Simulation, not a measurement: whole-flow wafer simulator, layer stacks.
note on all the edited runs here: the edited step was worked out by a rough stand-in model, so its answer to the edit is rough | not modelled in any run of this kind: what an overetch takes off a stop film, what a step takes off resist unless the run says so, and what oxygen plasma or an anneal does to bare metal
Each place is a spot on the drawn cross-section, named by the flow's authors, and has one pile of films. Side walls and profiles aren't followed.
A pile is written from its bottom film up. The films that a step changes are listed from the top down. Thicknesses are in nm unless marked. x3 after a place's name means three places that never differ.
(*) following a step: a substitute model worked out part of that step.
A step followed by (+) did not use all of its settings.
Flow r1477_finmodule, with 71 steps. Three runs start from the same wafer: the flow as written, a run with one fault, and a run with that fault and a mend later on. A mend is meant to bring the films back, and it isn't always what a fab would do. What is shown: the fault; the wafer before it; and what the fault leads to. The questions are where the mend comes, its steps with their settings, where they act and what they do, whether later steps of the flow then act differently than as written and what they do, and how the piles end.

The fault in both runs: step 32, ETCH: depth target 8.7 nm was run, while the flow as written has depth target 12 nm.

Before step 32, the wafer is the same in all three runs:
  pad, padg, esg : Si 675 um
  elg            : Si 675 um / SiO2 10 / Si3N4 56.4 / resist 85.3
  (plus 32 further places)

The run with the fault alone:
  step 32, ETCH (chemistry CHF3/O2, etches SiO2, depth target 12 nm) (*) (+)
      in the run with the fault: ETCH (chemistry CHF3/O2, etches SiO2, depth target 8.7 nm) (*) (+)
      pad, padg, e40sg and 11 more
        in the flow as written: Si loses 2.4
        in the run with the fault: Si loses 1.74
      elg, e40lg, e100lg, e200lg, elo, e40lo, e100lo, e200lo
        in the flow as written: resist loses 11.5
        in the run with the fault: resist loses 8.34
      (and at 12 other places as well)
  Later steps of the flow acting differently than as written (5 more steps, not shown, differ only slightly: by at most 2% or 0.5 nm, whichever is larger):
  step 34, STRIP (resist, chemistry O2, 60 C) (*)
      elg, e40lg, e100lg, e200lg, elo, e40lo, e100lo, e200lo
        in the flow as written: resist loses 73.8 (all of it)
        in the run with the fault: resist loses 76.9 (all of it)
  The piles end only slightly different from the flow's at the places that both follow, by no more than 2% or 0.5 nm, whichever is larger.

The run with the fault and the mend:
  The mend stands after step 32.
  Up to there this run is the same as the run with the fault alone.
  step 32a, ETCH (chemistry CHF3/O2, etches SiO2, depth target 3.3 nm) (*) (a further turn of the flow's step 32, with different settings)
      pad, padg, e40sg and 11 more
        Si loses 0.66
      elg, e40lg, e100lg, e200lg, elo, e40lo, e100lo, e200lo
        resist loses 3.16
      s40sg_line, s45sg_line, s50sg_line, s40so_line, s45so_line, s50so_line
        SiO2 loses 3.3
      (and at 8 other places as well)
  Every later step of the flow that is run acts as written, at every place that is followed, to within 2% or 0.5 nm, whichever is larger.
  The piles end only slightly different from the flow's at the places that both follow, by no more than 2% or 0.5 nm, whichever is larger.
